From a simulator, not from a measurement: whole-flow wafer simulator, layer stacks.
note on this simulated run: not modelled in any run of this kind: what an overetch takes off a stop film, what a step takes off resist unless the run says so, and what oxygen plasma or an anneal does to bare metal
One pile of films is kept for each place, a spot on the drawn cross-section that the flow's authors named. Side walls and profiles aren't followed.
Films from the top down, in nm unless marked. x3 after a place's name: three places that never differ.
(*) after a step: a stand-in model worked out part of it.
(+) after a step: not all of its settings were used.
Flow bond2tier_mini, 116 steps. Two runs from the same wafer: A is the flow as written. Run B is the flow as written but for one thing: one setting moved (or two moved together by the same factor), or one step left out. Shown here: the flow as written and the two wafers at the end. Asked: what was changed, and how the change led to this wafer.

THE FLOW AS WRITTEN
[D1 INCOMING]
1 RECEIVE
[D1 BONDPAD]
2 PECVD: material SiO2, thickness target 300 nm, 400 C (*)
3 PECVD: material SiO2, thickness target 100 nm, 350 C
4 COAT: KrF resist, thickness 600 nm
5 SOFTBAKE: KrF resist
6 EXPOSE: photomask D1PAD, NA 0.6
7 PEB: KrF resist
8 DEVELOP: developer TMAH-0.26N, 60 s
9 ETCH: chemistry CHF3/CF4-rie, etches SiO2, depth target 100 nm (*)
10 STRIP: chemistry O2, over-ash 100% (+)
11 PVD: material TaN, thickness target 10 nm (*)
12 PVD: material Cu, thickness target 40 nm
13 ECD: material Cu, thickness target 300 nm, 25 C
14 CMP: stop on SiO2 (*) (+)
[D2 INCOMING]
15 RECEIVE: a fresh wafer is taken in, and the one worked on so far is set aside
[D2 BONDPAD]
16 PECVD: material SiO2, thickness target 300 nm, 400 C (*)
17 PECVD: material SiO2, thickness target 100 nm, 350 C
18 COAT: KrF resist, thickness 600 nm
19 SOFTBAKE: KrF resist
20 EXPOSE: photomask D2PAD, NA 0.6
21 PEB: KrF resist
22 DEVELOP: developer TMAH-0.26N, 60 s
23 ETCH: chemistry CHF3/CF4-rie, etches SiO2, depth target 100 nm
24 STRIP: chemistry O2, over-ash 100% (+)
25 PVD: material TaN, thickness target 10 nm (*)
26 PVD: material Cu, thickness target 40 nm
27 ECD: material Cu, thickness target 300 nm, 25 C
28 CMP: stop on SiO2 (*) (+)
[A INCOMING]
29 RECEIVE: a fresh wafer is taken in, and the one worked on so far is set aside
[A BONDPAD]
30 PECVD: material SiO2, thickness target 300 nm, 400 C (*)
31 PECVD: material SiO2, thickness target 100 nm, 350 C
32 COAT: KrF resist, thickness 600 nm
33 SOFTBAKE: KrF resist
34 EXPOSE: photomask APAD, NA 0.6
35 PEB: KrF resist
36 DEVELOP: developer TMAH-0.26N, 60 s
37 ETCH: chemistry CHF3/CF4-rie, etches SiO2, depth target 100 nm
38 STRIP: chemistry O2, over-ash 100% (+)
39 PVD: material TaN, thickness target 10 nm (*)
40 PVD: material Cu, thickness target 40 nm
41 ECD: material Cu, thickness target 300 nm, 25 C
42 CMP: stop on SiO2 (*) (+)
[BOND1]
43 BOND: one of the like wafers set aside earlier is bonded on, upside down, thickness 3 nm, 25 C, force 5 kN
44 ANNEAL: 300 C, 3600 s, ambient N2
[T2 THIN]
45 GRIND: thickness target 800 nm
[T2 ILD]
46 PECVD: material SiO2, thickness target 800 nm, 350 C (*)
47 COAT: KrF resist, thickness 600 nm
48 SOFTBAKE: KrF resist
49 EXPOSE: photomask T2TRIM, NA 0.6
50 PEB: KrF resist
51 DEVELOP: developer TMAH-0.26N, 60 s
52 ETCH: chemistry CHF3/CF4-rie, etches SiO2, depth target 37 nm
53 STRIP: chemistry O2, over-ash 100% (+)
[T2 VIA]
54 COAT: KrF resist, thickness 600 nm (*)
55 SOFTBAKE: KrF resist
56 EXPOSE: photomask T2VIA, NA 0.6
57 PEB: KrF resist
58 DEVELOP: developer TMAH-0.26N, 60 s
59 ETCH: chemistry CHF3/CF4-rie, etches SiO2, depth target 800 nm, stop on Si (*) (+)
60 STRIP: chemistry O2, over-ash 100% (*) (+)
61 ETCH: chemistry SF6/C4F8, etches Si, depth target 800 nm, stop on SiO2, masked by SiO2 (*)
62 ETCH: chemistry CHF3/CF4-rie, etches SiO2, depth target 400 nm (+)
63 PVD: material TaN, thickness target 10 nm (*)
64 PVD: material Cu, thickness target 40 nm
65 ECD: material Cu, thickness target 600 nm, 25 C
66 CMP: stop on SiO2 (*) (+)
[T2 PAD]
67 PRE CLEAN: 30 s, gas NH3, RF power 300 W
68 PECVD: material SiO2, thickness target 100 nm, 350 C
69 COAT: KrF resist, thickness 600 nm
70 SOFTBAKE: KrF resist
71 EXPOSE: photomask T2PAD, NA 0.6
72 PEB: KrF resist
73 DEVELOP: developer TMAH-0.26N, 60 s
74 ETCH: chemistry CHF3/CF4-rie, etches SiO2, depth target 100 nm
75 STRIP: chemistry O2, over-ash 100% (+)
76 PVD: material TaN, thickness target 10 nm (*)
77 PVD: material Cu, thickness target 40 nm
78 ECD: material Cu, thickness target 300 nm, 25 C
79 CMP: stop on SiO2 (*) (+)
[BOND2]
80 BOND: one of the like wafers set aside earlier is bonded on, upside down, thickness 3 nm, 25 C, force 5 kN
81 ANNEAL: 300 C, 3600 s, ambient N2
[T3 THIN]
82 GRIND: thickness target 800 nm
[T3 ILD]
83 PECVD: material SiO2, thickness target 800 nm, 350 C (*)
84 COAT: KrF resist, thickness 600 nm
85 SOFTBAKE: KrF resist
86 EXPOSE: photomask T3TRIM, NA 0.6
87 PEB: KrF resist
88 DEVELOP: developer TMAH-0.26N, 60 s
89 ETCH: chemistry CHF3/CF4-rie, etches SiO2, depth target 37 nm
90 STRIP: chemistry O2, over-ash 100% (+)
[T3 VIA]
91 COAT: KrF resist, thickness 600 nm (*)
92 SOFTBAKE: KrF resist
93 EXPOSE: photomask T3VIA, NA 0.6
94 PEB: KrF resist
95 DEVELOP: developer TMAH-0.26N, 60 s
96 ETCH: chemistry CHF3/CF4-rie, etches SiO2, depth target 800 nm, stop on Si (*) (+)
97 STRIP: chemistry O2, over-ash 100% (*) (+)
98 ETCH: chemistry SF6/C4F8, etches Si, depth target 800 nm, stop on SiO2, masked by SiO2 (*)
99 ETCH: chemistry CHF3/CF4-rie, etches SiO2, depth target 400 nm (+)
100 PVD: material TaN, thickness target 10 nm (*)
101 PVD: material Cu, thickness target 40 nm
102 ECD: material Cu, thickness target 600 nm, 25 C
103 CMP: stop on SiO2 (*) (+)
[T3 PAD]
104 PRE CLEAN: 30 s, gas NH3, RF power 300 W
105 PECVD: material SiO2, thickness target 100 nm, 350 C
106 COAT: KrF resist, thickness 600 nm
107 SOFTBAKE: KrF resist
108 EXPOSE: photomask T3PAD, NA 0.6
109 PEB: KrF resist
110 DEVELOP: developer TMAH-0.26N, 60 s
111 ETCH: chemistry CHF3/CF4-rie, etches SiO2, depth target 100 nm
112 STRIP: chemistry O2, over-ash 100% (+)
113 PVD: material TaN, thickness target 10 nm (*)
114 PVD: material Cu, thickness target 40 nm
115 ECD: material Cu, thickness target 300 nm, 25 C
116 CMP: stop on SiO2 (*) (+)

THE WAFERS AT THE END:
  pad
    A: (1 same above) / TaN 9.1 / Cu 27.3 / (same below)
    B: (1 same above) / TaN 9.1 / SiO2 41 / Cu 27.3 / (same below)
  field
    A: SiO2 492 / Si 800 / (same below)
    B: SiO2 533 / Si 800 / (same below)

The cause: step 105, PECVD: thickness target 141 nm was run, where the flow has thickness target 100 nm.

How the change led to this, step by step:
  105 PECVD: material SiO2, thickness target 100 nm, 350 C
      field: A SiO2 +100 | B SiO2 +141
      pad: A SiO2 +100 (new film) | B SiO2 +141 (new film)
  111 ETCH: chemistry CHF3/CF4-rie, etches SiO2, depth target 100 nm
      pad: A SiO2 -100 (all of it) | B SiO2 -100
Counting metal films that touch as one body, pad has 4 bodies (between them, from the top down: SiO2 41; SiO2 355 / Si 800 / chemical SiO2 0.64 / SiO2 300; SiO2 355 / Si 800 / chemical SiO2 0.64 / SiO2 300); the flow as written gives 3 bodies (between them, from the top down: SiO2 355 / Si 800 / chemical SiO2 0.64 / SiO2 300; SiO2 355 / Si 800 / chemical SiO2 0.64 / SiO2 300).
